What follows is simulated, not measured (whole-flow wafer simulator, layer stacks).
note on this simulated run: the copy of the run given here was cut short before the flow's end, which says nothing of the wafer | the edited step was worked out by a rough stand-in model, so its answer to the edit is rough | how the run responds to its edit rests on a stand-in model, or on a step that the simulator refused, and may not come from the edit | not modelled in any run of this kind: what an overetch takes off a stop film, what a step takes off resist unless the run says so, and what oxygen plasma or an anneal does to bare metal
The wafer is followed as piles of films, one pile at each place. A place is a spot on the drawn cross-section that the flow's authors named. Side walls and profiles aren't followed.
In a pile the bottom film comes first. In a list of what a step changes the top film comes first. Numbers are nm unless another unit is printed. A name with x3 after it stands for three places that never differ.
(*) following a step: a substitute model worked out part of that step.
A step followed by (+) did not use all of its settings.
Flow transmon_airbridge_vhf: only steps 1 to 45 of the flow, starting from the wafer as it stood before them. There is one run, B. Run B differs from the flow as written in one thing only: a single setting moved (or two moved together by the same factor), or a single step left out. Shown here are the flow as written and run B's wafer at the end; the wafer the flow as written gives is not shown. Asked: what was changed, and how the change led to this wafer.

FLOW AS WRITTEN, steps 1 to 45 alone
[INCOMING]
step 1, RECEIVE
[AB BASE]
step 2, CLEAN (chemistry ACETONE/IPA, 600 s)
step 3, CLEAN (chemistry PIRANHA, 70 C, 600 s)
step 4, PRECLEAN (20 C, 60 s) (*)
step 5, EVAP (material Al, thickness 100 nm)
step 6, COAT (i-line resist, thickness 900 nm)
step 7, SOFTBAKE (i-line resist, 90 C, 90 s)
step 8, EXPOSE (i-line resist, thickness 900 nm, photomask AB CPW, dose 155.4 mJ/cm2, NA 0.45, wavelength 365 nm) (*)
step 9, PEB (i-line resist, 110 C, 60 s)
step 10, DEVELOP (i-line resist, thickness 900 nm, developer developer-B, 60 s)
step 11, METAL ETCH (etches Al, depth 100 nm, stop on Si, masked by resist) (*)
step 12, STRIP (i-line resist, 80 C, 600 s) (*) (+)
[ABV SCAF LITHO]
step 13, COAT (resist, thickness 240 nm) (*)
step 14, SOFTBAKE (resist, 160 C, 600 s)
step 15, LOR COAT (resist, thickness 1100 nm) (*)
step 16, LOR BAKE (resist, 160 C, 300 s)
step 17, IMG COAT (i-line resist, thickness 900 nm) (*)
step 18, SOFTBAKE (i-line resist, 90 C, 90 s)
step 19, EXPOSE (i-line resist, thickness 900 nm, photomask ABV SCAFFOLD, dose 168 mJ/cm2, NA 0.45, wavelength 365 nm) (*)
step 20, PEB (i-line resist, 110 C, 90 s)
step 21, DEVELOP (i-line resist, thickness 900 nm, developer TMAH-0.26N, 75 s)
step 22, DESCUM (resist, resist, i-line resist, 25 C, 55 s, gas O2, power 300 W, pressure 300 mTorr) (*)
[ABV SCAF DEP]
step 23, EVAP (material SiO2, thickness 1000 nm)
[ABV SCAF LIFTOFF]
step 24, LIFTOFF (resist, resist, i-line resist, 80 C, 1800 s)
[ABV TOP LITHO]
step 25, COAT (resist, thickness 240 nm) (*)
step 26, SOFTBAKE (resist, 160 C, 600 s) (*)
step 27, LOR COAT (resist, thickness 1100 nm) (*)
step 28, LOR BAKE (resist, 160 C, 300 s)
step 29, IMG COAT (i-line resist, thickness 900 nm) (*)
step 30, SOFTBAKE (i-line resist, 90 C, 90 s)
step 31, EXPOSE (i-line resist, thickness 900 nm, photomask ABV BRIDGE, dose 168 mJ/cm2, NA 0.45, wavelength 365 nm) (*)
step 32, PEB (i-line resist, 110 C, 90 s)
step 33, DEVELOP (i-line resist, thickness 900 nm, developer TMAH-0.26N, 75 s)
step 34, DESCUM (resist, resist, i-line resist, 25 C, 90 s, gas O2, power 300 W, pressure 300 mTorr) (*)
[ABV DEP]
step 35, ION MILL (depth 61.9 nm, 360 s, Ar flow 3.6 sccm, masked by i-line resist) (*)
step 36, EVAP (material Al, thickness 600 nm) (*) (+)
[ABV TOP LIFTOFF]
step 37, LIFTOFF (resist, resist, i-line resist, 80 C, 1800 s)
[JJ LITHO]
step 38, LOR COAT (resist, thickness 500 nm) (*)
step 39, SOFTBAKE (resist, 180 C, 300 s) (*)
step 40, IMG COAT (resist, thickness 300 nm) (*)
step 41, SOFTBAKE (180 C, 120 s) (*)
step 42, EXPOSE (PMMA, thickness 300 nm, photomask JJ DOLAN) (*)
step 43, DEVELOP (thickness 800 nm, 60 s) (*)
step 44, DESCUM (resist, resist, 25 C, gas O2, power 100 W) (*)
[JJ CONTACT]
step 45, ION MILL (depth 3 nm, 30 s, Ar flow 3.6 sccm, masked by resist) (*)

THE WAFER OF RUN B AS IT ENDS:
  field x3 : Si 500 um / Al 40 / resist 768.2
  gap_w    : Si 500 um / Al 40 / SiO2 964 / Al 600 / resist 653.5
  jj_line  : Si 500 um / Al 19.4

Cause: step 11, METAL ETCH: depth 60 nm was run, whereas the flow has depth 100 nm.

How this came from the change, step by step:
  step 11, METAL ETCH (etches Al, depth 100 nm, stop on Si, masked by resist) (*)
      field x3, jj_line, gap_w, gap_e: Al loses 60 (in the flow as written it would be: Al loses 100 (all of it))
      ground_far, pad_w, flank_w and 8 more: i-line resist loses 30 (in the flow as written it would be: i-line resist loses 50)
  step 12, STRIP (i-line resist, 80 C, 600 s) (*) (+)
      ground_far, pad_w, flank_w and 8 more: i-line resist loses 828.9 (all of it) (in the flow as written it would be: i-line resist loses 808.9 (all of it))
  step 13, COAT (resist, thickness 240 nm) (*)
      flank_w, flank_e: resist gains 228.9 (new film) (in the flow as written it would be: resist gains 222.3 (new film))
  step 22, DESCUM (resist, resist, i-line resist, 25 C, 55 s, gas O2, power 300 W, pressure 300 mTorr) (*)
      flank_w, flank_e: resist loses 228.9 (all of it) (in the flow as written it would be: resist loses 222.3 (all of it))
  step 25, COAT (resist, thickness 240 nm) (*)
      flank_w, flank_e: resist gains 157 (new film) (in the flow as written it would be: resist gains 152.6 (new film))
      gap_w, gap_e: resist gains 206.4 (new film) (in the flow as written it would be: resist gains 210.7 (new film))
  step 34, DESCUM (resist, resist, i-line resist, 25 C, 90 s, gas O2, power 300 W, pressure 300 mTorr) (*)
      flank_w, flank_e: resist loses 157 (all of it) (in the flow as written it would be: resist loses 152.6 (all of it))
      gap_w, gap_e: resist loses 206.4 (all of it) (in the flow as written it would be: resist loses 210.7 (all of it))
  step 40, IMG COAT (resist, thickness 300 nm) (*)
      flank_w, flank_e: resist gains 218.3 (in the flow as written it would be: resist gains 212.1)
  step 45, ION MILL (depth 3 nm, 30 s, Ar flow 3.6 sccm, masked by resist) (*)
      jj_line: Al loses 20.6 (in the flow as written it would be: Si loses 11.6)
Taking metal films that touch as one body, field x3 has 1 body; the flow as written gives 0 bodies.
Taking metal films that touch as one body, gap_w has 2 bodies (between them, from the top down: SiO2 964); the flow as written gives 1 body.
Taking metal films that touch as one body, jj_line has 1 body; the flow as written gives 0 bodies.
